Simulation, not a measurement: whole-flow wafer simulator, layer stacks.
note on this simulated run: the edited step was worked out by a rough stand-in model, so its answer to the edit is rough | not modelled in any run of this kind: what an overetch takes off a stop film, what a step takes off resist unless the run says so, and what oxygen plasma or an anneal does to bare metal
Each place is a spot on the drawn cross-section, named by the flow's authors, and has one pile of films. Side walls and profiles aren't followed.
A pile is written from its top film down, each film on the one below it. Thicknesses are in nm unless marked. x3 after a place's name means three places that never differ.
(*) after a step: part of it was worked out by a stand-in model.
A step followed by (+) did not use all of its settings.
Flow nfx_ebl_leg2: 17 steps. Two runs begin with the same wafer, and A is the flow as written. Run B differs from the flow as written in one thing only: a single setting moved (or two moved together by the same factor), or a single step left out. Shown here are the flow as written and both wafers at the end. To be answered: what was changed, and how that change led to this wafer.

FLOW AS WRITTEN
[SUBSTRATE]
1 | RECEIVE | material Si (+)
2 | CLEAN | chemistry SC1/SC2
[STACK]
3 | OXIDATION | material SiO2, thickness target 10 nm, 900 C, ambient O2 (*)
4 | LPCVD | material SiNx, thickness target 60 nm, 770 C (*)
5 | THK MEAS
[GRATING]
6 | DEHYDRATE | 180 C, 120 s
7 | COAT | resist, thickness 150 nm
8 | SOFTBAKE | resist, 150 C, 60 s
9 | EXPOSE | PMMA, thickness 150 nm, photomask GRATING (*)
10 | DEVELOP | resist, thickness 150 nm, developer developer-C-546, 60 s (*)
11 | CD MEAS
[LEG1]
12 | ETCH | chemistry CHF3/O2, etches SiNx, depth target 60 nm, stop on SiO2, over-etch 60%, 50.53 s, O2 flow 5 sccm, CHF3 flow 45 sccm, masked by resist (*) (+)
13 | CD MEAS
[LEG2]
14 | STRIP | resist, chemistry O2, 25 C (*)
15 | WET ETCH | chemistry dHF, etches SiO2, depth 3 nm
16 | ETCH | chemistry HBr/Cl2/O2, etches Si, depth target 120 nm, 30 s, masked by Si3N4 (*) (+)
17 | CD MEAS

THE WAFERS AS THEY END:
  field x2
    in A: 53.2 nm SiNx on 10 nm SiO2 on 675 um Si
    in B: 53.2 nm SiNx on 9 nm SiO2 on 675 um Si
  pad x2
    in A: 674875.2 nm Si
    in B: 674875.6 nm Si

Cause: step 3, OXIDATION: thickness target 9 nm was run, while the flow as written has thickness target 10 nm.
One can read it off the wafer: field x2 has SiO2 9, and step 3 as written asks for 10 nm.

The path from the change to this, step by step:
  3 | OXIDATION | material SiO2, thickness target 10 nm, 900 C, ambient O2 (*)
      field x2, pad x2: A SiO2 gains 10 (new film), chemical SiO2 loses 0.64 (all of it), Si loses 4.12 | B SiO2 gains 9 (new film), chemical SiO2 loses 0.64 (all of it), Si loses 3.68
  12 | ETCH | chemistry CHF3/O2, etches SiNx, depth target 60 nm, stop on SiO2, over-etch 60%, 50.53 s, O2 flow 5 sccm, CHF3 flow 45 sccm, masked by resist (*) (+)
      pad x2: A SiNx loses 60 (all of it), SiO2 loses 10 (all of it) | B SiNx loses 60 (all of it), SiO2 loses 9 (all of it)
